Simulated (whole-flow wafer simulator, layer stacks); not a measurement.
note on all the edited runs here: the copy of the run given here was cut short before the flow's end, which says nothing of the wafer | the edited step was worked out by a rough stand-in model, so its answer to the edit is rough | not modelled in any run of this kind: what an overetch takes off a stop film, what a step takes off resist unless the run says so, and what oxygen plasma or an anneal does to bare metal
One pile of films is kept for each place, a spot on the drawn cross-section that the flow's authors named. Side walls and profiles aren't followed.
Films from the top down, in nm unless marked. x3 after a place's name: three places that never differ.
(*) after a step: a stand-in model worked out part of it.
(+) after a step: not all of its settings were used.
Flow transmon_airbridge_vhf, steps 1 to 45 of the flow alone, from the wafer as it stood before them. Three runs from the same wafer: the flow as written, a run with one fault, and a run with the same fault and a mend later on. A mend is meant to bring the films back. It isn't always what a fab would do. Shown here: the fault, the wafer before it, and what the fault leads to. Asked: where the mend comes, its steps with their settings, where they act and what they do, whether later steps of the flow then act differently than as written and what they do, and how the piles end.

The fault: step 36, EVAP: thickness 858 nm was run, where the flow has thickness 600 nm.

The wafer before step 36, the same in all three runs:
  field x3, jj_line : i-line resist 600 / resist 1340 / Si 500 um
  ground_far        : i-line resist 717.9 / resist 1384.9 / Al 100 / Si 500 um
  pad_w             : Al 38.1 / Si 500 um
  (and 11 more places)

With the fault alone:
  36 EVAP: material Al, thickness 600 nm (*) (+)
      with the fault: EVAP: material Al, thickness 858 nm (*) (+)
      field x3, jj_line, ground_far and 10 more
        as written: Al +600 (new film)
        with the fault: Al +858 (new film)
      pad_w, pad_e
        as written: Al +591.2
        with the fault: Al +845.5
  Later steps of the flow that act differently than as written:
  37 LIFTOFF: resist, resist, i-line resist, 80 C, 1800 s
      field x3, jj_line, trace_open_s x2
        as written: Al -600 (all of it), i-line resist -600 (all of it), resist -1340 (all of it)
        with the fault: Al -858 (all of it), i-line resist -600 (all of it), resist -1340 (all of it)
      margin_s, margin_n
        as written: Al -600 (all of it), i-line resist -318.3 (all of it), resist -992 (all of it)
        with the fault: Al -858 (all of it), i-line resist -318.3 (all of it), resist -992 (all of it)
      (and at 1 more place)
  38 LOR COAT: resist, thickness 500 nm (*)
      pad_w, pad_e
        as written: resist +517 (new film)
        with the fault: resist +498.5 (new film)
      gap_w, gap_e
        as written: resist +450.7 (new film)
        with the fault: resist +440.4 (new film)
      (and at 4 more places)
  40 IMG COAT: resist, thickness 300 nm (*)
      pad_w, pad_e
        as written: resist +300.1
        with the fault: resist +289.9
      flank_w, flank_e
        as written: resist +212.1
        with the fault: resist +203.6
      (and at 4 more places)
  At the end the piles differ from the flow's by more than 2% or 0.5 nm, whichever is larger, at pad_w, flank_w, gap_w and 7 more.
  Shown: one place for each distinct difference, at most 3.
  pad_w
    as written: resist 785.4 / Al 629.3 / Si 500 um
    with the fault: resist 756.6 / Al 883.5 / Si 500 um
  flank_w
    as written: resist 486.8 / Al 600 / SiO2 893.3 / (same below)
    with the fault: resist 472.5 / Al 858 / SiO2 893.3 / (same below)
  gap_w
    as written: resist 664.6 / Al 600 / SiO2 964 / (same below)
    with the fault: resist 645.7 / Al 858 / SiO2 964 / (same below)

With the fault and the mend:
  The mend comes after step 36.
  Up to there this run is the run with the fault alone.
  36a METAL ETCH: etches Al, depth 258 nm (the flow's step 11 once more, with other settings)
      field x3, jj_line, ground_far and 12 more
        Al -258
  No later step of the flow acts differently than as written, at any place that is followed, by more than 2% or 0.5 nm, whichever is larger.
  At the end the piles differ from the flow's only slightly at the places that both follow, by at most 2% or 0.5 nm, whichever is larger.
